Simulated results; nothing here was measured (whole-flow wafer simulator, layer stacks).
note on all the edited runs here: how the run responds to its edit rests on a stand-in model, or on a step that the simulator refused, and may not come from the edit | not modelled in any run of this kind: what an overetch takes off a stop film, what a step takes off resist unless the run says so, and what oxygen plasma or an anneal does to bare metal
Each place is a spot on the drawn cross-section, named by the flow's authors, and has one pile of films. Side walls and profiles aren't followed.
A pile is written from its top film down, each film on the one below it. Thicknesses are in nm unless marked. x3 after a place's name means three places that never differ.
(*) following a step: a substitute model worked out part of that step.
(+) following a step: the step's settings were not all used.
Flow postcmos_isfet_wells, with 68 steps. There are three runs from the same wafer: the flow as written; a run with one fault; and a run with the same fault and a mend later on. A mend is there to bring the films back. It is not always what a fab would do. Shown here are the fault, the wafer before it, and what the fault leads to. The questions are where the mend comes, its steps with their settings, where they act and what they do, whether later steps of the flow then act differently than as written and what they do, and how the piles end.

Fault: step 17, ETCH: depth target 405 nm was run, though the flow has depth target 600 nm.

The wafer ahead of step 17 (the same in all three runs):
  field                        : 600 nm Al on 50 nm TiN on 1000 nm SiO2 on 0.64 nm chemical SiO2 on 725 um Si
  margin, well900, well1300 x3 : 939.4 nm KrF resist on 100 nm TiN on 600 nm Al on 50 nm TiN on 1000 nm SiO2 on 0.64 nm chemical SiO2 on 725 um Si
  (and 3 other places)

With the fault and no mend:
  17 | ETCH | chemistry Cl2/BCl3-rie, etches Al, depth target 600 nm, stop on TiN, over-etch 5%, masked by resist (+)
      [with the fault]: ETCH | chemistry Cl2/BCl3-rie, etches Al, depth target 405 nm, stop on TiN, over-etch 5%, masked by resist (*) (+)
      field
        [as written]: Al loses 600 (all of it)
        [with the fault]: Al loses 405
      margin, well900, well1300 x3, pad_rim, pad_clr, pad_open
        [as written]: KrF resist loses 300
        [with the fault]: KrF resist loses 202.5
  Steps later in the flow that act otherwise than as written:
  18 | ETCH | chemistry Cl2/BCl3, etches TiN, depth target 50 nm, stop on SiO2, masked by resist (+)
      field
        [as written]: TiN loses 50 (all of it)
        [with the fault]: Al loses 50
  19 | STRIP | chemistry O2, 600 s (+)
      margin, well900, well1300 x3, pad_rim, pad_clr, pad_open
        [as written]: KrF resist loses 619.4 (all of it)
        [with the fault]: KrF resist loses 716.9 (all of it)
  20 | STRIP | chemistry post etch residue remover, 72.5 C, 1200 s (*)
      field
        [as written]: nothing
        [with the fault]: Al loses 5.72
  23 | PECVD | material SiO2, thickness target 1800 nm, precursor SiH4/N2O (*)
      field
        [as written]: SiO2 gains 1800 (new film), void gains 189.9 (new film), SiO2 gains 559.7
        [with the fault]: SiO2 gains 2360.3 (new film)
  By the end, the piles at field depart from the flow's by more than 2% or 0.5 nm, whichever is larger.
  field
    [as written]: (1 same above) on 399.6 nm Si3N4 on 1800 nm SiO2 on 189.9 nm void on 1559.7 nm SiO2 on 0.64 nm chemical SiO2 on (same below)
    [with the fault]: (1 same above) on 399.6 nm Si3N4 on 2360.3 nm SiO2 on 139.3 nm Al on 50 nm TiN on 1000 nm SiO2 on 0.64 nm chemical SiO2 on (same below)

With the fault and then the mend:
  The mend stands after step 17.
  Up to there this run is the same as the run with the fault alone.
  17a | ETCH | chemistry Cl2/BCl3-rie, etches Al, depth target 195 nm, stop on TiN, over-etch 5%, masked by resist (a further turn of the flow's step 17, with different settings)
      margin, well900, well1300 x3, pad_rim, pad_clr, pad_open
        KrF resist loses 97.5
      field
        Al loses 195 (all of it)
  Every later step of the flow that is run acts as written at every place that is followed.
  The piles end the same as the flow's at every place that both follow.
